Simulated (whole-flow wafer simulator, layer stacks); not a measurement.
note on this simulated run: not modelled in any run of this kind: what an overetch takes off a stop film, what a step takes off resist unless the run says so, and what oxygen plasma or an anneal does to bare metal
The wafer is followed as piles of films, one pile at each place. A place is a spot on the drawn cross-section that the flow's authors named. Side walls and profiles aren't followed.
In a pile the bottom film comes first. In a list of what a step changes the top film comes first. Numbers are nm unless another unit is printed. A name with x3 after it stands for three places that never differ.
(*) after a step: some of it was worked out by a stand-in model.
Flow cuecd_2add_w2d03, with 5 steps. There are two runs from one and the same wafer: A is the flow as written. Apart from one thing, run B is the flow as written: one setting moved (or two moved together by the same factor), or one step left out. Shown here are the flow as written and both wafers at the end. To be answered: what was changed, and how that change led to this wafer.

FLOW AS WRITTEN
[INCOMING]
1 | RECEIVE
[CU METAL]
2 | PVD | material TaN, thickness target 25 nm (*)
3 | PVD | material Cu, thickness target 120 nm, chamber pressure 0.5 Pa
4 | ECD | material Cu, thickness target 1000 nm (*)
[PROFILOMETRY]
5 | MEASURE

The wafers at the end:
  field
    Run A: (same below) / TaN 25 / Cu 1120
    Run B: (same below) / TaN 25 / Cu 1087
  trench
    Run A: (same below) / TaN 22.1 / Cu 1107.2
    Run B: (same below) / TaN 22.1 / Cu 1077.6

Cause: step 3, PVD: thickness target 87 nm was run, whereas the flow has thickness target 120 nm.

The path from the change to this, step by step:
  3 | PVD | material Cu, thickness target 120 nm, chamber pressure 0.5 Pa
      field: A Cu gains 120 (new film) | B Cu gains 87 (new film)
      trench: A Cu gains 107.2 (new film) | B Cu gains 77.6 (new film)
